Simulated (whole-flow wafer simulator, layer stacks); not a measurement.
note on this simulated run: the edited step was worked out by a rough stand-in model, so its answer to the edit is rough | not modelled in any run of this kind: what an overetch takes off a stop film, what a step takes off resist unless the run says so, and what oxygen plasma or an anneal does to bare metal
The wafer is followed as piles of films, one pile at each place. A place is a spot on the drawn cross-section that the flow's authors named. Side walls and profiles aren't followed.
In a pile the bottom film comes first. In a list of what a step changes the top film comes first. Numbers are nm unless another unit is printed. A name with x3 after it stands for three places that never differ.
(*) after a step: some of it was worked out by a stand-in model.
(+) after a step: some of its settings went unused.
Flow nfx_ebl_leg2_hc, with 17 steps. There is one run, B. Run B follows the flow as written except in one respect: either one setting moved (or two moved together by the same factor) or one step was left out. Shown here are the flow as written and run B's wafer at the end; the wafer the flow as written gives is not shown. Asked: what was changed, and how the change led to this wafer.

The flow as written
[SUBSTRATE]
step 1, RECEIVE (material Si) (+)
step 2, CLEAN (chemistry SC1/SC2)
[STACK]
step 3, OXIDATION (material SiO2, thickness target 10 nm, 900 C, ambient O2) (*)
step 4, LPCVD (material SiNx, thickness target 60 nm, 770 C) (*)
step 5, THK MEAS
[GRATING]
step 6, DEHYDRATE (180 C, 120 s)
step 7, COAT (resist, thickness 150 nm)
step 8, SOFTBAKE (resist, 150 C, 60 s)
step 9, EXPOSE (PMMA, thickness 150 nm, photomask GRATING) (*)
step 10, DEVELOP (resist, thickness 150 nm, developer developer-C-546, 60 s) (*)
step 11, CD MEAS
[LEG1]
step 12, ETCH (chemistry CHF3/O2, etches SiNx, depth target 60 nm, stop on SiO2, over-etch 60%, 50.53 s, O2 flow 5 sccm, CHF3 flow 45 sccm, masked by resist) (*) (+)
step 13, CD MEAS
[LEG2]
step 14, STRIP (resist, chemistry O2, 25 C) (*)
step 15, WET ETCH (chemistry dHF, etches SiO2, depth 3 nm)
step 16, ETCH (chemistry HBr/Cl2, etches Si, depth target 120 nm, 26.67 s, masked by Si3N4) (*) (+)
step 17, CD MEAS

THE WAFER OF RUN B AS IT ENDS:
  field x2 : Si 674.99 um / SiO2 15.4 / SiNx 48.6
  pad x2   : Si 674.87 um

The reason: step 3, OXIDATION: 945 C was run, while the flow as written has 900 C.

The path from the change to this, step by step:
  step 3, OXIDATION (material SiO2, thickness target 10 nm, 900 C, ambient O2) (*)
      field x2, pad x2: SiO2 gains 15.4 (new film), chemical SiO2 loses 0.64 (all of it), Si loses 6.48 (as written it would have been: SiO2 gains 10 (new film), chemical SiO2 loses 0.64 (all of it), Si loses 4.12)
  step 12, ETCH (chemistry CHF3/O2, etches SiNx, depth target 60 nm, stop on SiO2, over-etch 60%, 50.53 s, O2 flow 5 sccm, CHF3 flow 45 sccm, masked by resist) (*) (+)
      pad x2: SiNx loses 60 (all of it), SiO2 loses 15.4 (all of it) (as written it would have been: SiNx loses 60 (all of it), SiO2 loses 10 (all of it))
